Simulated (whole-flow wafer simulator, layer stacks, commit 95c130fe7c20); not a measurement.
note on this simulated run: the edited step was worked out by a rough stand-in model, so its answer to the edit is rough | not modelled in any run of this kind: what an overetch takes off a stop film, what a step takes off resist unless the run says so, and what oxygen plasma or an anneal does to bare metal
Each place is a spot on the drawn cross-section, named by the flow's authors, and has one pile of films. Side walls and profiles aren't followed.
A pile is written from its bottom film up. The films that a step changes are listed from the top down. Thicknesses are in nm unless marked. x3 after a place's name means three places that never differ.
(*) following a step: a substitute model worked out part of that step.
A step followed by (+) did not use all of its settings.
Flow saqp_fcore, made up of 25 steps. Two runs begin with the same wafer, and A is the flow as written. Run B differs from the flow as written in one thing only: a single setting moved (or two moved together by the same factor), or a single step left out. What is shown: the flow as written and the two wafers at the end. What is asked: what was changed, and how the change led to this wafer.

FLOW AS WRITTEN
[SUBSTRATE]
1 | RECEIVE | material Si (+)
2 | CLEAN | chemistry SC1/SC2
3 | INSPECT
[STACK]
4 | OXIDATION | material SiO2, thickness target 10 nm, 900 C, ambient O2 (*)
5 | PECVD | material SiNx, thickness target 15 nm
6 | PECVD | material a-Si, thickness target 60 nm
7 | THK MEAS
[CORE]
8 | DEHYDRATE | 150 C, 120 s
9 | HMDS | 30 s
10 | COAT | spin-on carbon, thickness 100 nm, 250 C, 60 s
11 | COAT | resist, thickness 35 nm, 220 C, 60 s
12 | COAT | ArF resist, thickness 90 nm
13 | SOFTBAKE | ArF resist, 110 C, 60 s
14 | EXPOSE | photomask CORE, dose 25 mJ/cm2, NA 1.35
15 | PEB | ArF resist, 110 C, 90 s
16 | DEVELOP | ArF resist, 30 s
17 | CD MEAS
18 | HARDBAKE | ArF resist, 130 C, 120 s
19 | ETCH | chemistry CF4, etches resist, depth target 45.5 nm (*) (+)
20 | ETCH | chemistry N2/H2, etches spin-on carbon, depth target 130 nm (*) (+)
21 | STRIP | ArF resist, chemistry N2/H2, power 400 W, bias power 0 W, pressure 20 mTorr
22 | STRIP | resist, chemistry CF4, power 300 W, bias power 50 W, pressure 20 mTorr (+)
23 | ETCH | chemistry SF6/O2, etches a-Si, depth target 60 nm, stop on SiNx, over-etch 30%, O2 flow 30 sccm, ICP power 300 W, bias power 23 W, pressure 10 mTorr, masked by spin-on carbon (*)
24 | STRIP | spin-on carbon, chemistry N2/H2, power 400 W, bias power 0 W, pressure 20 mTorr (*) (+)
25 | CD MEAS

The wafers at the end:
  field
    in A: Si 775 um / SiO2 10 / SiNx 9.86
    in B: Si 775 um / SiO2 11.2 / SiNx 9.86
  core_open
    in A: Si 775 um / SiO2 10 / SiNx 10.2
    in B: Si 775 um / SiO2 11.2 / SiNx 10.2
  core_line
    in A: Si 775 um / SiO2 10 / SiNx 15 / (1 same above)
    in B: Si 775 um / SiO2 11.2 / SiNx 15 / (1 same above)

What caused this: step 4, OXIDATION: thickness target 11.2 nm was run, while the flow as written has thickness target 10 nm.
One can read it off the wafer: field has SiO2 11.2, and step 4 as written asks for 10 nm.

Step by step, how the change led to this:
  4 | OXIDATION | material SiO2, thickness target 10 nm, 900 C, ambient O2 (*)
      field, core_open, core_line: A +10 SiO2 (new film), -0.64 chemical SiO2 (all of it), -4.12 Si | B +11.2 SiO2 (new film), -0.64 chemical SiO2 (all of it), -4.64 Si
